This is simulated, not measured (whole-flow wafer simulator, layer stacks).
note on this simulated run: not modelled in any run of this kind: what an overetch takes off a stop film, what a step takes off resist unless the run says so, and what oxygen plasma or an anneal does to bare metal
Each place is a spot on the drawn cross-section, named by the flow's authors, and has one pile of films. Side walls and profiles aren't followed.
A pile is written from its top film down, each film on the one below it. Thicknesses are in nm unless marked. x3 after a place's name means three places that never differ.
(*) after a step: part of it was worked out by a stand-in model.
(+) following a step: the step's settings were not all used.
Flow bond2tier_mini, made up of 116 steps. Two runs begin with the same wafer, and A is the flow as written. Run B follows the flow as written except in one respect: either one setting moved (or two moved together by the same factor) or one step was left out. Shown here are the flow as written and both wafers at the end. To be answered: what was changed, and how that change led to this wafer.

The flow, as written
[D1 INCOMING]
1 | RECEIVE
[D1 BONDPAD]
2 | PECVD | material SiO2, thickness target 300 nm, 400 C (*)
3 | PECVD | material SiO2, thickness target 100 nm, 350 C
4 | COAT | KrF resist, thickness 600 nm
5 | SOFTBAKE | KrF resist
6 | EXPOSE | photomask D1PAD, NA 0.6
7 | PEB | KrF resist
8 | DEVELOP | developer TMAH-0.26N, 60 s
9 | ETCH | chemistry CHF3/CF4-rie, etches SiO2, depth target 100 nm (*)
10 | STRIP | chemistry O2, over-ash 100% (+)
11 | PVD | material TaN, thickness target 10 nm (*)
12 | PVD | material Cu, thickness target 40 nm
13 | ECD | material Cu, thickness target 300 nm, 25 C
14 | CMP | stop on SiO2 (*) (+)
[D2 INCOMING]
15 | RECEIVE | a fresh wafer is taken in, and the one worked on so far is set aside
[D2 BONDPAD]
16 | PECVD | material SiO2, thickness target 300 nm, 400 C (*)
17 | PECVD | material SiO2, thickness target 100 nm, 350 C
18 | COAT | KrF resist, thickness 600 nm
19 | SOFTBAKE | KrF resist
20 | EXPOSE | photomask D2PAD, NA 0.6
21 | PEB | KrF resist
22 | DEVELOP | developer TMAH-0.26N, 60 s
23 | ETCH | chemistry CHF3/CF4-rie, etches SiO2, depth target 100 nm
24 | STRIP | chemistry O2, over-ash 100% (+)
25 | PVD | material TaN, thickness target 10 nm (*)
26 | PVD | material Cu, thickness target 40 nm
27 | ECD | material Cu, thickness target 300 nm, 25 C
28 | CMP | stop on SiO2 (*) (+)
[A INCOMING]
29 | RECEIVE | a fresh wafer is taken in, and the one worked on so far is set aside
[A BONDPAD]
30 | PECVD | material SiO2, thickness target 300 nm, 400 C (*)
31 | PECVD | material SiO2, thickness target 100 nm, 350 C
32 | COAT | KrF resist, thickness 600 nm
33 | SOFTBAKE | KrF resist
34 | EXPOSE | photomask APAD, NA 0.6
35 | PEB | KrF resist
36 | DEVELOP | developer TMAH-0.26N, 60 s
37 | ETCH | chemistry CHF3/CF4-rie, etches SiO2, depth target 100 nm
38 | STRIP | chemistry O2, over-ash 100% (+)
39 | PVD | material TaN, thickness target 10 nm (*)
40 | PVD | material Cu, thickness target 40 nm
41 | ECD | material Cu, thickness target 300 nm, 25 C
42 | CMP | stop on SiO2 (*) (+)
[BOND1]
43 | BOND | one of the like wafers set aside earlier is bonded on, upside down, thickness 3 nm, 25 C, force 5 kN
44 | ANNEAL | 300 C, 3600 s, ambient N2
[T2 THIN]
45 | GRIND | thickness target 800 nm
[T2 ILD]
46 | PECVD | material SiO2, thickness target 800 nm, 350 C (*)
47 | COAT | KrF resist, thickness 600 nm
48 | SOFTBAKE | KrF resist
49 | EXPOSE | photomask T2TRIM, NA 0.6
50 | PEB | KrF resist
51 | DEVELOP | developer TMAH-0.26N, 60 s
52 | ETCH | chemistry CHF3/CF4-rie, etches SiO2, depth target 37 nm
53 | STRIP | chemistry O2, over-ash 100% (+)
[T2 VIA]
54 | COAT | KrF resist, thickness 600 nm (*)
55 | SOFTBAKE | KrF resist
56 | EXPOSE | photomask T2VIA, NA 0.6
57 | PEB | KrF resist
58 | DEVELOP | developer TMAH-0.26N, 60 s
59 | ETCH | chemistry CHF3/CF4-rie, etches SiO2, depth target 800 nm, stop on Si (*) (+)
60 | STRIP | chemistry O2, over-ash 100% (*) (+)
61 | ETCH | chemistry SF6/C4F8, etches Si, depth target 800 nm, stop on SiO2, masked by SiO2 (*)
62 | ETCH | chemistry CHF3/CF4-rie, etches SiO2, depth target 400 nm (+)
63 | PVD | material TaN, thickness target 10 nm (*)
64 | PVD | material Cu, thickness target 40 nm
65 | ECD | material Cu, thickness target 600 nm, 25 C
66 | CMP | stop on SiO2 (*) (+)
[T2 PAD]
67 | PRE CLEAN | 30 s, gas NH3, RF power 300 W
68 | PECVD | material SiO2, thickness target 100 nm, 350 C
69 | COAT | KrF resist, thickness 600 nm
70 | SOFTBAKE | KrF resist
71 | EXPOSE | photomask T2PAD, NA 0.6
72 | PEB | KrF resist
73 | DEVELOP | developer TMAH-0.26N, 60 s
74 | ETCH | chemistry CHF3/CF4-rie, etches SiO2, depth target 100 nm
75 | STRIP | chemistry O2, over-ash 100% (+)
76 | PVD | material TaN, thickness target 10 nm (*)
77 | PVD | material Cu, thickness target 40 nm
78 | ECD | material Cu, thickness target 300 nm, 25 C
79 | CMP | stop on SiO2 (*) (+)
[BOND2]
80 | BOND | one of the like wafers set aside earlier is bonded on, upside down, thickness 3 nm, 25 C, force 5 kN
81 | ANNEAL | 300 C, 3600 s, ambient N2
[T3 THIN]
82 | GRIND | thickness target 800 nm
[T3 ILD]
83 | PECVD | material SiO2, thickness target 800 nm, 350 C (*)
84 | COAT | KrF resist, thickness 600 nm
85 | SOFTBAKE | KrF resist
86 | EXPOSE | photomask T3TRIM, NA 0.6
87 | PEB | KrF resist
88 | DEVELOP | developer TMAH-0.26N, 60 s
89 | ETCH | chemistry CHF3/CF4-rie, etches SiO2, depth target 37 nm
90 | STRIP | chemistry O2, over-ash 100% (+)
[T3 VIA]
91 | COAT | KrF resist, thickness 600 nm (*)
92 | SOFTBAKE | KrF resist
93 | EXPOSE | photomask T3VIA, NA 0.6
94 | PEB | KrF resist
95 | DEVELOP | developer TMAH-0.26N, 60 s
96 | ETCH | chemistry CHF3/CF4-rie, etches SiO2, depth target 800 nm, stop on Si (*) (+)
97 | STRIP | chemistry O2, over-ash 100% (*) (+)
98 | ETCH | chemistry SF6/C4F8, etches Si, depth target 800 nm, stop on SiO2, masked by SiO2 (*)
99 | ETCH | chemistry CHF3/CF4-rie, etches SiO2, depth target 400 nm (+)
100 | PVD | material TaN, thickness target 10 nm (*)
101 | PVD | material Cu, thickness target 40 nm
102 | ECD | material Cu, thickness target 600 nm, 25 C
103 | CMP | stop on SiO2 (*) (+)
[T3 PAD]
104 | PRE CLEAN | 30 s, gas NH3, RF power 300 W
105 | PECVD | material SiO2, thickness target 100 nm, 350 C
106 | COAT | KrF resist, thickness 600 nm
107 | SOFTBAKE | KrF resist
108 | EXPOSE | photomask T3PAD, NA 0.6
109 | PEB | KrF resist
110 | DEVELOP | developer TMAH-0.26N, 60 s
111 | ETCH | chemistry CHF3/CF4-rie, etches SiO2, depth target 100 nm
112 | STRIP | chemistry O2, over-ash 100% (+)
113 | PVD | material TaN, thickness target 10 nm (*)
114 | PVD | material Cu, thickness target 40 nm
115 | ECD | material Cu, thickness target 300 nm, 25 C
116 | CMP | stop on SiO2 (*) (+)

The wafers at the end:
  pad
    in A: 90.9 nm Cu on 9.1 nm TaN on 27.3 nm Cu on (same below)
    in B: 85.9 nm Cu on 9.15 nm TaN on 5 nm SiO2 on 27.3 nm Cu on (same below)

What caused this: step 111, ETCH: depth target 95 nm was run, whereas the flow has depth target 100 nm.

How this came from the change, step by step:
  111 | ETCH | chemistry CHF3/CF4-rie, etches SiO2, depth target 100 nm
      pad: A -100 SiO2 (all of it) | B -95 SiO2
      field: A -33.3 KrF resist | B -31.7 KrF resist
Taking metal films that touch as one body, pad has 4 bodies (between them, from the top down: SiO2 5; SiO2 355 / Si 800 / chemical SiO2 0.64 / SiO2 300; SiO2 355 / Si 800 / chemical SiO2 0.64 / SiO2 300); the flow as written gives 3 bodies (between them, from the top down: SiO2 355 / Si 800 / chemical SiO2 0.64 / SiO2 300; SiO2 355 / Si 800 / chemical SiO2 0.64 / SiO2 300).
